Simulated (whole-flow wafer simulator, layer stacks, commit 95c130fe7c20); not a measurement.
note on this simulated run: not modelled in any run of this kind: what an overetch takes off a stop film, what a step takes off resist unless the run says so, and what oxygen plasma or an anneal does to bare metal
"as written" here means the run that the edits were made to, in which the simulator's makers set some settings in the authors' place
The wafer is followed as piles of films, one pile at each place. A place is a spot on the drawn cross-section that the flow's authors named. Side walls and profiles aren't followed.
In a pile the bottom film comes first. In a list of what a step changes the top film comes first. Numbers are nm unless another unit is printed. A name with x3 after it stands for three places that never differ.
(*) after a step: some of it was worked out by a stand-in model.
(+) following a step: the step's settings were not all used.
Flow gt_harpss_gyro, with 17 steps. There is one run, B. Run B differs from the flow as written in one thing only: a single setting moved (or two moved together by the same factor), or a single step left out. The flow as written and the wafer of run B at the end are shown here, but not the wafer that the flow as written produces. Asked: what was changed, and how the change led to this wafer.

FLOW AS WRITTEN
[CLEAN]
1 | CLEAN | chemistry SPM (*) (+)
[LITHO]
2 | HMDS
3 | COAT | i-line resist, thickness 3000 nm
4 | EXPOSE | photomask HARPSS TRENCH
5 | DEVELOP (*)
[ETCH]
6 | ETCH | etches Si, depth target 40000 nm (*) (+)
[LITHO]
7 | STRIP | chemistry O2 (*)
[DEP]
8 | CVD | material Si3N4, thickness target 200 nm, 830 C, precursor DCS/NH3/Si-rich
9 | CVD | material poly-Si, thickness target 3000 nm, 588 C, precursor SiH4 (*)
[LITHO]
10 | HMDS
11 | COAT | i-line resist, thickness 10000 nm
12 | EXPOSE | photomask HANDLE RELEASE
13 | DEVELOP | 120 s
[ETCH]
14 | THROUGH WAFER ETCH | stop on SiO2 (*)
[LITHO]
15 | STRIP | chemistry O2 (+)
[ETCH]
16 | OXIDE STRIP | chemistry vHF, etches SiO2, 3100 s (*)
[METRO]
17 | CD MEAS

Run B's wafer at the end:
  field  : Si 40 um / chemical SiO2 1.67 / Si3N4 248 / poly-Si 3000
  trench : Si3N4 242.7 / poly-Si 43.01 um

The reason: step 8, CVD: thickness target 248 nm was run, whereas the flow has thickness target 200 nm.
The wafer itself shows it: field has Si3N4 248, and step 8 as written asks for 200 nm.

The path from the change to this, step by step:
  8 | CVD | material Si3N4, thickness target 200 nm, 830 C, precursor DCS/NH3/Si-rich
      field: Si3N4 gains 248 (new film) (as written it would have been: Si3N4 gains 200 (new film))
      trench: Si3N4 gains 242.7 (new film) (as written it would have been: Si3N4 gains 195.9 (new film))
